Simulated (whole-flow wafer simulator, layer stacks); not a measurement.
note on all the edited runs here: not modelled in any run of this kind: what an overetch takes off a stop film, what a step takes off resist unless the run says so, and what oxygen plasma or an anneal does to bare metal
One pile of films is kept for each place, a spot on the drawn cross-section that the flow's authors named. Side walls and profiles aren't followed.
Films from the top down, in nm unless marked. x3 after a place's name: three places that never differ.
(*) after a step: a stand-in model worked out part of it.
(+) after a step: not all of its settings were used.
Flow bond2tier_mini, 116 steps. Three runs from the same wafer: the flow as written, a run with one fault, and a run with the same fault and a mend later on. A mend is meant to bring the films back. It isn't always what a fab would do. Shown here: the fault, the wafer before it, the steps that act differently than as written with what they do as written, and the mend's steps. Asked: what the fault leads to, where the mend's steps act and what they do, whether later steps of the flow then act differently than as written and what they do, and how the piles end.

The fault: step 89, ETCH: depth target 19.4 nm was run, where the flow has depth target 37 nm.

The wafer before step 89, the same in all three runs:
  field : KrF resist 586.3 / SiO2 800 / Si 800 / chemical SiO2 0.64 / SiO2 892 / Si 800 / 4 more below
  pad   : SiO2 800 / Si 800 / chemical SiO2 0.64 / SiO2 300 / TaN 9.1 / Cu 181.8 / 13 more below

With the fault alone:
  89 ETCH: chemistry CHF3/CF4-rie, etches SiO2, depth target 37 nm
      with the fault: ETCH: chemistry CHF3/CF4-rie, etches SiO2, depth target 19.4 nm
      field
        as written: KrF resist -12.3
        with the fault: KrF resist -6.47
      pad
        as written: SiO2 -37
        with the fault: SiO2 -19.4
  Later steps of the flow that act differently than as written (4 more steps differ only slightly, by at most 2% or 0.5 nm, whichever is larger, and aren't shown):
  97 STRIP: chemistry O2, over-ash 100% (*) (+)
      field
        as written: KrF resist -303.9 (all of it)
        with the fault: KrF resist -311.4 (all of it)
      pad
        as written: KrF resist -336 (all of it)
        with the fault: KrF resist -328.2 (all of it)
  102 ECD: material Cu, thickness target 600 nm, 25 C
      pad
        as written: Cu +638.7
        with the fault: Cu +620.3
  At the end the piles differ from the flow's by more than 2% or 0.5 nm, whichever is larger, at pad.
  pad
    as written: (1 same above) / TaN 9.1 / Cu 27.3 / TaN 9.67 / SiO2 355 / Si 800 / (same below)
    with the fault: (1 same above) / TaN 9.1 / Cu 9.57 / TaN 9.83 / SiO2 372.6 / Si 800 / (same below)

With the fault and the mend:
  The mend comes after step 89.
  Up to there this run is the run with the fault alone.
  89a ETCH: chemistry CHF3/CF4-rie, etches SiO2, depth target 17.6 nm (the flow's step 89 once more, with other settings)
      field
        KrF resist -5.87
      pad
        SiO2 -17.6
  No later step of the flow acts differently than as written at any place that is followed.
  At the end the piles are the same as the flow's at every place that both follow.
